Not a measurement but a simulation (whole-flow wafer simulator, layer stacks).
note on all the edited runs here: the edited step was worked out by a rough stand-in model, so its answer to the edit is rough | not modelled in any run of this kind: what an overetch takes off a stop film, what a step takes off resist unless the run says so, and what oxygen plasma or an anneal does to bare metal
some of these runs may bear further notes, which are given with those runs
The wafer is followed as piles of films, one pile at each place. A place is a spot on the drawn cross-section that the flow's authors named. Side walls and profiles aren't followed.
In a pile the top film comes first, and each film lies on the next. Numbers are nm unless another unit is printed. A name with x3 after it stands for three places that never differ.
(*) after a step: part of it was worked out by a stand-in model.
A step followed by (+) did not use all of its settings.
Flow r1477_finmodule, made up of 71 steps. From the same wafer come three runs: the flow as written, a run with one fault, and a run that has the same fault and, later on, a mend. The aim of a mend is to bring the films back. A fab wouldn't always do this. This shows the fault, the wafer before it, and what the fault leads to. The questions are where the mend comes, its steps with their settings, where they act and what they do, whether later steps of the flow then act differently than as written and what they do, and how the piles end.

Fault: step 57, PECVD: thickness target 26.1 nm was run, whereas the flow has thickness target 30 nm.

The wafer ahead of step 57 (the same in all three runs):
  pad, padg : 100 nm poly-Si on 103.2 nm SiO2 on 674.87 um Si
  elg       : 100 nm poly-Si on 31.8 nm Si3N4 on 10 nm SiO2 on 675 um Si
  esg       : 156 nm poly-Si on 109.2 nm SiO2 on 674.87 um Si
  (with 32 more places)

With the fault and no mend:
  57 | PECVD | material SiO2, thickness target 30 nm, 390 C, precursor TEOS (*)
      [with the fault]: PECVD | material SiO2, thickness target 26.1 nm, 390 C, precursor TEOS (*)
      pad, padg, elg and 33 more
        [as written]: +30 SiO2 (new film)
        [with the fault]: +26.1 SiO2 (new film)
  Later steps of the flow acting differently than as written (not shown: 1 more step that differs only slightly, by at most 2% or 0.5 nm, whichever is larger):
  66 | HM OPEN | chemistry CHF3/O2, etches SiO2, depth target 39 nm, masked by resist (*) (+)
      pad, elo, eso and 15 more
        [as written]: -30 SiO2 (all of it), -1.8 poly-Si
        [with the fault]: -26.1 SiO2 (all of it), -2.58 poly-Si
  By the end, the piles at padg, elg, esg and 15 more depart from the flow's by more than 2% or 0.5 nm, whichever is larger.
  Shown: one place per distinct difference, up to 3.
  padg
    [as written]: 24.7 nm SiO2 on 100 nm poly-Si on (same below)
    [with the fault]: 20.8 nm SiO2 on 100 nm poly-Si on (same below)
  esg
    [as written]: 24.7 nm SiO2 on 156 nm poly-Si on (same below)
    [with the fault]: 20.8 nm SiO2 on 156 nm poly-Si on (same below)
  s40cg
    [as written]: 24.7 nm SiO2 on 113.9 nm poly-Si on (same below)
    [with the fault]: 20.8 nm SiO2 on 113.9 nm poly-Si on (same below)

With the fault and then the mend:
  After step 64 comes the mend.
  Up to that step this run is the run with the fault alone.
  64a | STRIP | resist, chemistry O2, 60 C
      padg, elg, esg
        -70 resist (all of it)
      e40lg, e100lg, e200lg
        -66.9 resist (all of it)
      s40sg, s45sg
        -91 resist (all of it)
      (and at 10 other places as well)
  64b | PECVD | material SiO2, thickness target 3.9 nm, 390 C, precursor TEOS (*) (the flow's step 57, run once more with other settings)
      pad, padg, elg and 33 more
        +3.9 SiO2
  64c | COAT | resist, thickness 70 nm (*) (the flow's step 60, run once more)
      e40lg, e100lg, e200lg, elo, e40lo, e100lo, e200lo
        +66.9 resist (new film)
      pad, padg, elg, esg
        +70 resist (new film)
      s40sg, s45sg, s40so, s45so
        +91 resist (new film)
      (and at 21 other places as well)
  64d | SOFTBAKE | 180 C, 180 s (*) (the flow's step 61, run once more)
      alters no film at any place that is followed
  64e | EXPOSE | resist, photomask GATE (the flow's step 62, run once more)
      alters no film at any place that is followed
  64f | DEVELOP (*) (the flow's step 63, run once more)
      elo, e40lo, e100lo, e200lo
        -66.9 resist (all of it)
      eso, e40so
        -129.5 resist (all of it)
      s40so, s45so
        -91 resist (all of it)
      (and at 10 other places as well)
  Every later step of the flow that is run acts as written at every place that is followed.
  At every place that both follow, the piles at the end match the flow's.
